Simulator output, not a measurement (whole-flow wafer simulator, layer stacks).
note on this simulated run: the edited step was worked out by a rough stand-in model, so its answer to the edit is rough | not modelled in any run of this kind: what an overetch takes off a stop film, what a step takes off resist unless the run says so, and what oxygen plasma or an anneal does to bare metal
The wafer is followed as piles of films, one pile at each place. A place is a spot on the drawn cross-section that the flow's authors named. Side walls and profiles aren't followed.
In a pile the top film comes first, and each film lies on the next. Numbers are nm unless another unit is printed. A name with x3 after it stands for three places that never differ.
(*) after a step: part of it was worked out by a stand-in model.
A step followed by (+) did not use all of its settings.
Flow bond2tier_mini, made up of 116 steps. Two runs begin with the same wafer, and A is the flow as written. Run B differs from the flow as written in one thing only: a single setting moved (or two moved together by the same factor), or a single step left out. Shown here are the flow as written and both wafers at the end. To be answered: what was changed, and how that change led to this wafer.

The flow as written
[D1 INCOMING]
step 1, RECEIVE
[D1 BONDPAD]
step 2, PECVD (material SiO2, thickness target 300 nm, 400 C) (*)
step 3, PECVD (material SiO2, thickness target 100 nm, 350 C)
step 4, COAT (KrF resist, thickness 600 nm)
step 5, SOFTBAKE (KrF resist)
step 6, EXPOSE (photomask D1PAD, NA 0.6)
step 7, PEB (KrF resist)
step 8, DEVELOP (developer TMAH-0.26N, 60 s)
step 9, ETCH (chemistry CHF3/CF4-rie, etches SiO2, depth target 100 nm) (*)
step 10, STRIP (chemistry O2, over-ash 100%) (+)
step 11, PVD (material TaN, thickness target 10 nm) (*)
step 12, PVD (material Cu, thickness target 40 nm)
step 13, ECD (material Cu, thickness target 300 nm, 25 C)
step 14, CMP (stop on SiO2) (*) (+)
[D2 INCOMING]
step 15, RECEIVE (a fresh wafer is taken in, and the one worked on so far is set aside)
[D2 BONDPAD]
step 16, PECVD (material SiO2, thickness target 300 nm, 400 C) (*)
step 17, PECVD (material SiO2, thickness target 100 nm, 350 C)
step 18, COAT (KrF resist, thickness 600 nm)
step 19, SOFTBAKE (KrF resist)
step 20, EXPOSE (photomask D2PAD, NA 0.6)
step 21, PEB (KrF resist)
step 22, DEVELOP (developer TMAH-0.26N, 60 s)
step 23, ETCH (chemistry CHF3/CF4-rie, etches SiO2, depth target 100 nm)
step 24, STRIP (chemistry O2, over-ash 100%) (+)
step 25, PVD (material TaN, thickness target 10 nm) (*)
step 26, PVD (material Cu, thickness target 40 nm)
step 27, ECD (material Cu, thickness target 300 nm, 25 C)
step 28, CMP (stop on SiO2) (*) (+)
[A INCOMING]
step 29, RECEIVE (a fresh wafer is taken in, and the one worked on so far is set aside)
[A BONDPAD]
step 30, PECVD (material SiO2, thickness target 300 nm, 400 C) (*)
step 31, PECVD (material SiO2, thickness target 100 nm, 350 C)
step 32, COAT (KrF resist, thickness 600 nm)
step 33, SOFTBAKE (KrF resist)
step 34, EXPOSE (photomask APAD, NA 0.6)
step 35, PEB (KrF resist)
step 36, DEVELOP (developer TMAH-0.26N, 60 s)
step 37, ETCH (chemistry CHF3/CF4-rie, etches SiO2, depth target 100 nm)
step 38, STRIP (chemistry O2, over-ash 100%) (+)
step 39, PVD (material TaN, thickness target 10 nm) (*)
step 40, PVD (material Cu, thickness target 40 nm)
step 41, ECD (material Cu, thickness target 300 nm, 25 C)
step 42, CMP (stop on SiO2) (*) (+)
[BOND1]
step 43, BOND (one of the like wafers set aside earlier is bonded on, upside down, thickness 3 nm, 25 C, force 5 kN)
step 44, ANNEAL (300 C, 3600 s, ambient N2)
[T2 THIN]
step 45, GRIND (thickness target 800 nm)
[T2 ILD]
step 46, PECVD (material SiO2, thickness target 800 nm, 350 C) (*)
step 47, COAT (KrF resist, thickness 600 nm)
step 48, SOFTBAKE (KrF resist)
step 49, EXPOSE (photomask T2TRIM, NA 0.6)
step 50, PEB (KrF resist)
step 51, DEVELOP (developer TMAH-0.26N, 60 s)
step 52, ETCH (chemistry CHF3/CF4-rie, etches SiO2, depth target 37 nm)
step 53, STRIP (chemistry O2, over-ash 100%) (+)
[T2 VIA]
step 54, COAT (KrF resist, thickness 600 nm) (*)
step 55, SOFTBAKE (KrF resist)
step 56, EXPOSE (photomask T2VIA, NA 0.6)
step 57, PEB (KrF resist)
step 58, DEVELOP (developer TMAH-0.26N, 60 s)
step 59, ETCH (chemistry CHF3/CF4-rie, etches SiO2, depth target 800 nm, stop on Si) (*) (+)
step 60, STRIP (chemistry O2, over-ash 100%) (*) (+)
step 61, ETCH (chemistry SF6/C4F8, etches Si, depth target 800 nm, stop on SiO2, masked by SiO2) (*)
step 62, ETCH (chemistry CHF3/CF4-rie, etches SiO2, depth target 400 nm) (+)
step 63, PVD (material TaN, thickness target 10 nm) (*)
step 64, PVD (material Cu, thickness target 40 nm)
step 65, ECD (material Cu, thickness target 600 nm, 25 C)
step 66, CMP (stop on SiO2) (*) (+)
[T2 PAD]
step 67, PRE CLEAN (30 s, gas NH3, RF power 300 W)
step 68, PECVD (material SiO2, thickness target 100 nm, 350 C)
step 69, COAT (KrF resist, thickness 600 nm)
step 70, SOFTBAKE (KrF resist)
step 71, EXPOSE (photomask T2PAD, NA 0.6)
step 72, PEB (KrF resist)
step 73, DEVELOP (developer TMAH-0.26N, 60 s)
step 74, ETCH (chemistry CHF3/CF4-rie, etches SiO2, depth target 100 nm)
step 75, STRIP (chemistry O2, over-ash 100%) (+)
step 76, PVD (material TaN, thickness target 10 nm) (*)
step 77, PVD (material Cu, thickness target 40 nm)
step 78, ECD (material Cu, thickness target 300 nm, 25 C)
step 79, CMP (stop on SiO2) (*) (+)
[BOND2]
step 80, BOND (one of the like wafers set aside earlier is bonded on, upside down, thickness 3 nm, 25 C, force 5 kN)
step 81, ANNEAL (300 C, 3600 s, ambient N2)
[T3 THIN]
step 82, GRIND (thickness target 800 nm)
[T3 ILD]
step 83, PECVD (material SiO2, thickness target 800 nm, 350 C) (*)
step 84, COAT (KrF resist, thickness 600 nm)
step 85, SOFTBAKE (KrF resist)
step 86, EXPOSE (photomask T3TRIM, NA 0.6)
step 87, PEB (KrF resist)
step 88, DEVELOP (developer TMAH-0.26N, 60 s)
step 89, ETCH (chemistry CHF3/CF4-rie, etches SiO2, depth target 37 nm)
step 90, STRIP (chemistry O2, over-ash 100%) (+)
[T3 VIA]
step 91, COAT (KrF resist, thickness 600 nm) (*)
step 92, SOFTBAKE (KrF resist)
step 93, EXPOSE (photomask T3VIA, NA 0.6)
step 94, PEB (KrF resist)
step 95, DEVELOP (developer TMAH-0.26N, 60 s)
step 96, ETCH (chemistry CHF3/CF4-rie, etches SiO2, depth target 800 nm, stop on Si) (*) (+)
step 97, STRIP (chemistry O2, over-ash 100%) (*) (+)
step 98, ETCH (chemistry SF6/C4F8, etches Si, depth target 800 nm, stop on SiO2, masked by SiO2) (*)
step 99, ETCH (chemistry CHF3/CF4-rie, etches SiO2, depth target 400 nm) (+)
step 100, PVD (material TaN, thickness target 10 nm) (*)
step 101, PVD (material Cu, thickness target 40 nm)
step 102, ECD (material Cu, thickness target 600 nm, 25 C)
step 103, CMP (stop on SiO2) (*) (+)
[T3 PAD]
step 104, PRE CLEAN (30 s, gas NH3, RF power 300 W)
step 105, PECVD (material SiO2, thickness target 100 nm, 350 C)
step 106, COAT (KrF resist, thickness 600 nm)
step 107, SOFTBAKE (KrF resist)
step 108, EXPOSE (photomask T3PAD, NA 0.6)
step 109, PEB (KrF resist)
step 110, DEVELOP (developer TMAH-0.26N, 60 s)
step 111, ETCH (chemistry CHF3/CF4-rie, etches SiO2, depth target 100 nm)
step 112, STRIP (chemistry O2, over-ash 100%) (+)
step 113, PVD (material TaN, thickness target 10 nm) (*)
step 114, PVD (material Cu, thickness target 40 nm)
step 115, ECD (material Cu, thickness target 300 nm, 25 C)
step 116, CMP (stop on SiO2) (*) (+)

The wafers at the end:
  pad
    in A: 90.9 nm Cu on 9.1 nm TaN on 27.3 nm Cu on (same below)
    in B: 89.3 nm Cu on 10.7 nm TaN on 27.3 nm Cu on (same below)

The reason: step 113, PVD: thickness target 11.8 nm was run, whereas the flow has thickness target 10 nm.

Step by step, how the change led to this:
  step 113, PVD (material TaN, thickness target 10 nm) (*)
      field: A +10 TaN (new film) | B +11.8 TaN (new film)
      pad: A +9.1 TaN (new film) | B +10.7 TaN (new film)
  step 116, CMP (stop on SiO2) (*) (+)
      field: A -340 Cu (all of it), -10 TaN (all of it) | B -340 Cu (all of it), -11.8 TaN (all of it)
